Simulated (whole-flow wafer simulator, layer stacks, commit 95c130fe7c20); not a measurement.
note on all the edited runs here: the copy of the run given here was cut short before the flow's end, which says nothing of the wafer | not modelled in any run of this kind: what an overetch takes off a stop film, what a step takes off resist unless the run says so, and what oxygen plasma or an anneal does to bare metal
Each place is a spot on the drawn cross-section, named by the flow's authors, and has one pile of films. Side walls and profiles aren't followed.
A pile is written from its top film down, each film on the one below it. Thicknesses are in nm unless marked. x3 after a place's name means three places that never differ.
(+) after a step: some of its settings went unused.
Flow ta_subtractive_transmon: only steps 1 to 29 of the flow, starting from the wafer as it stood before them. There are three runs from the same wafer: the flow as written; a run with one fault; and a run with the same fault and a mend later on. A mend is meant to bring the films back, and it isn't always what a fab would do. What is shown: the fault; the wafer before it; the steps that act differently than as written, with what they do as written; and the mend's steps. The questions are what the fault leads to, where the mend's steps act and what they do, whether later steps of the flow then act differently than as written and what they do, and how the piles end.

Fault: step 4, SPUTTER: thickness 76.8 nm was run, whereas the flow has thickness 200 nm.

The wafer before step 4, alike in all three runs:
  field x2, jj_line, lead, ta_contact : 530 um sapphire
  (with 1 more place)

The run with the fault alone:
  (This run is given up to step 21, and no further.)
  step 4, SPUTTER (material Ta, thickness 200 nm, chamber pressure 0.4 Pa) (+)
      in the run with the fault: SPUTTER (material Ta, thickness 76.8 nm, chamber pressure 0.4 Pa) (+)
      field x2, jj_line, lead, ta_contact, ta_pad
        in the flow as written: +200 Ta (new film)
        in the run with the fault: +76.8 Ta (new film)
  Steps later in the flow that act otherwise than as written:
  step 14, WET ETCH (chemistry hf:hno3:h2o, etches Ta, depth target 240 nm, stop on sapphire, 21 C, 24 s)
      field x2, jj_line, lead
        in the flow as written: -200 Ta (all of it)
        in the run with the fault: -76.8 Ta (all of it)
  Once step 21 is done, the piles at ta_contact, ta_pad depart from the flow's by more than 2% or 0.5 nm, whichever is larger.
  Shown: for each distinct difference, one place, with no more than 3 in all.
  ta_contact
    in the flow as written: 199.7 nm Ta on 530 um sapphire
    in the run with the fault: 76.5 nm Ta on 530 um sapphire

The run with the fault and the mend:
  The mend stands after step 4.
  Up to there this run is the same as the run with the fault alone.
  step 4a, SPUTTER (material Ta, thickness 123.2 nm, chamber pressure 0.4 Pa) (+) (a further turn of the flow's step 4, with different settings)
      field x2, jj_line, lead, ta_contact, ta_pad
        +123.2 Ta
  Later steps of the flow that are run all act as written at every place that is followed.
  At every place that both follow, the piles at the end match the flow's.
